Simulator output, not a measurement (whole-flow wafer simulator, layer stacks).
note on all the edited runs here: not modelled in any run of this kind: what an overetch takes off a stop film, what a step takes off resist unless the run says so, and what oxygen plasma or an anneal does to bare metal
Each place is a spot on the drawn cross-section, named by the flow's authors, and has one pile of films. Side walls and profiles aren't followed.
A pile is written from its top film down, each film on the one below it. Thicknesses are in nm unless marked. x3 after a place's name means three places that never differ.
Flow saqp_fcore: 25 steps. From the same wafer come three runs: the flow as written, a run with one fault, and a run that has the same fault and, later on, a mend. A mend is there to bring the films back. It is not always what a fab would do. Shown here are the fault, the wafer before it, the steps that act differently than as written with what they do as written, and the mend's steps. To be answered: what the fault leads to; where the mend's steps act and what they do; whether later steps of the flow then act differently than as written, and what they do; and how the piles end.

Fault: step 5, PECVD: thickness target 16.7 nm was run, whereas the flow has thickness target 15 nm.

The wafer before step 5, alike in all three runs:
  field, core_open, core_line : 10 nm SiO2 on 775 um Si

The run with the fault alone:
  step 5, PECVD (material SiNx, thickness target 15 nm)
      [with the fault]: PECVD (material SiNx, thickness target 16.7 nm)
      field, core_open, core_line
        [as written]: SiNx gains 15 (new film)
        [with the fault]: SiNx gains 16.7 (new film)
  Every later step of the flow that is run acts as written at every place that is followed.
  At field, core_open, core_line, the piles at the end differ from the flow's by more than 2% or 0.5 nm, whichever is larger.
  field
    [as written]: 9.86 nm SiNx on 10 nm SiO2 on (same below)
    [with the fault]: 11.6 nm SiNx on 10 nm SiO2 on (same below)
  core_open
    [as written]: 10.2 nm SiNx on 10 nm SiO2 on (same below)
    [with the fault]: 11.9 nm SiNx on 10 nm SiO2 on (same below)
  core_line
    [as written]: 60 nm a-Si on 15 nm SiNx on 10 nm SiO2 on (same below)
    [with the fault]: 60 nm a-Si on 16.7 nm SiNx on 10 nm SiO2 on (same below)

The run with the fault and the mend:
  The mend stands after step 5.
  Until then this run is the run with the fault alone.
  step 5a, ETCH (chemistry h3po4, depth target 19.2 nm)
      field, core_open, core_line
        SiNx loses 16.7 (all of it)
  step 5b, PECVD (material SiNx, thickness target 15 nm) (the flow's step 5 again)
      field, core_open, core_line
        SiNx gains 15 (new film)
  Every later step of the flow that is run acts as written at every place that is followed.
  At every place that both follow, the piles at the end match the flow's.
